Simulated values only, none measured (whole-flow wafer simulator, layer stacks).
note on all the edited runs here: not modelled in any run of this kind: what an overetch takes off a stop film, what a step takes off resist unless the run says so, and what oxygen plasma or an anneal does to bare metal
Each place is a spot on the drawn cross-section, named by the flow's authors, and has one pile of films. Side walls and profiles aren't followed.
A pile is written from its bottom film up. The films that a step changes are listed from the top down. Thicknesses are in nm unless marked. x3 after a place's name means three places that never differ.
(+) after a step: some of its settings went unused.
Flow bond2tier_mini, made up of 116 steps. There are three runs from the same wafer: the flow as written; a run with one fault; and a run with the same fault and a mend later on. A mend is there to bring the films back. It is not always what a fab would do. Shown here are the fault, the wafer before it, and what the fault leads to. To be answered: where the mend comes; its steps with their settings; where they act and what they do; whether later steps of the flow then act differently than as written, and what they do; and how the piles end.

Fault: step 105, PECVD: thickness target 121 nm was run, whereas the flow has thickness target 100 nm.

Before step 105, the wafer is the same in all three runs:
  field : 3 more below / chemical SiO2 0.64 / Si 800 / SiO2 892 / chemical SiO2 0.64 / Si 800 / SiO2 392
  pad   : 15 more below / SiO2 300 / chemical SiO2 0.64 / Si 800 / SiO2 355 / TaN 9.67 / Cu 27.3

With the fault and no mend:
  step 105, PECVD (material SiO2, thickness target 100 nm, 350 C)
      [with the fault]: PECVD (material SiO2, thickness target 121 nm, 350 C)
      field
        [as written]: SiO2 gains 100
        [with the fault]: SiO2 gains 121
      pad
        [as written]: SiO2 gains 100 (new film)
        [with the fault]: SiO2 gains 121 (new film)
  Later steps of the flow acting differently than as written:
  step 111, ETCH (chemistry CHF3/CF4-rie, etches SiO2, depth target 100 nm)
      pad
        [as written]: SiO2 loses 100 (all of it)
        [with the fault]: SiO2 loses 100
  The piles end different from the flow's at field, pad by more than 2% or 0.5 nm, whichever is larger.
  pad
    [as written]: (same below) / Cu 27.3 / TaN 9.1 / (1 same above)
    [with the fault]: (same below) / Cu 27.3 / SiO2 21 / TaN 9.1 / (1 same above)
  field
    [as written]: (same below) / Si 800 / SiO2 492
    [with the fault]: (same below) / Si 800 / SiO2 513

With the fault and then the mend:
  The mend stands after step 110.
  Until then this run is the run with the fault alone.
  step 110a, STRIP (chemistry O2, over-ash 100%) (+)
      field
        KrF resist loses 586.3 (all of it)
  step 110b, ETCH (chemistry CHF3/CF4-rie, etches SiO2, depth target 21 nm) (a further turn of the flow's step 62, with different settings)
      field, pad
        SiO2 loses 21
  step 110c, COAT (KrF resist, thickness 600 nm) (a further turn of the flow's step 106)
      field, pad
        KrF resist gains 600 (new film)
  step 110d, SOFTBAKE (KrF resist) (a further turn of the flow's step 107)
      does not change any film at any place that is followed
  step 110e, EXPOSE (photomask T3PAD, NA 0.6) (a further turn of the flow's step 108)
      does not change any film at any place that is followed
  step 110f, PEB (KrF resist) (a further turn of the flow's step 109)
      does not change any film at any place that is followed
  step 110g, DEVELOP (developer TMAH-0.26N, 60 s) (a further turn of the flow's step 110)
      field
        KrF resist loses 13.7
      pad
        KrF resist loses 600 (all of it)
  None of the later steps of the flow acts differently than as written at any place that is followed.
  The piles end the same as the flow's at every place that both follow.
